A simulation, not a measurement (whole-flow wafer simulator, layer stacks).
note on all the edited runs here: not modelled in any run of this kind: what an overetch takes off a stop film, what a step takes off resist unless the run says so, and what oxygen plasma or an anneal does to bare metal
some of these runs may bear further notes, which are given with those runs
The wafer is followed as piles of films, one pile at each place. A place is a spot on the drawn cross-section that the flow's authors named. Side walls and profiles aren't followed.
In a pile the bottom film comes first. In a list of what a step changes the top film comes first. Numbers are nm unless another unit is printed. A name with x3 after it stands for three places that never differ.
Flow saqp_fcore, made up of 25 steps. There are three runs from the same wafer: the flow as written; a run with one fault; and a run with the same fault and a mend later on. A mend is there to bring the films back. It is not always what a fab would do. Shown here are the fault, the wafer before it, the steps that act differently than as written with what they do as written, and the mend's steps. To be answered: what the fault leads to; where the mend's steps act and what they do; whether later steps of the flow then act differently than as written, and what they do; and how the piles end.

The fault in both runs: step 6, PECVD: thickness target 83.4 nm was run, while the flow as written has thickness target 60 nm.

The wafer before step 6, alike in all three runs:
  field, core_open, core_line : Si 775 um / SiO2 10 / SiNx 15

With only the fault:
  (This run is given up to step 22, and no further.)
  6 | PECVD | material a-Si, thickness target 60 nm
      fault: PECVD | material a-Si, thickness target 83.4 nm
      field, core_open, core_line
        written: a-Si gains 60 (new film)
        fault: a-Si gains 83.4 (new film)
  None of the later steps of the flow up to step 22 acts differently than as written at any place that is followed.
  Once step 22 is done, the piles at field, core_open, core_line depart from the flow's by more than 2% or 0.5 nm, whichever is larger.
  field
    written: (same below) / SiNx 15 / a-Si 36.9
    fault: (same below) / SiNx 15 / a-Si 60.3
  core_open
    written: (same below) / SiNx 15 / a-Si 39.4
    fault: (same below) / SiNx 15 / a-Si 62.8
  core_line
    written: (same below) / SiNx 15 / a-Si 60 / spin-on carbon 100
    fault: (same below) / SiNx 15 / a-Si 83.4 / spin-on carbon 100

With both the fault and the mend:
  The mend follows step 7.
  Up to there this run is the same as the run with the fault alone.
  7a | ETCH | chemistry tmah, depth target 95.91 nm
      field, core_open, core_line
        a-Si loses 83.4 (all of it)
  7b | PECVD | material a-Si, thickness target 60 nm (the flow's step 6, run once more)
      field, core_open, core_line
        a-Si gains 60 (new film)
  None of the later steps of the flow acts differently than as written at any place that is followed.
  The piles end the same as the flow's at every place that both follow.
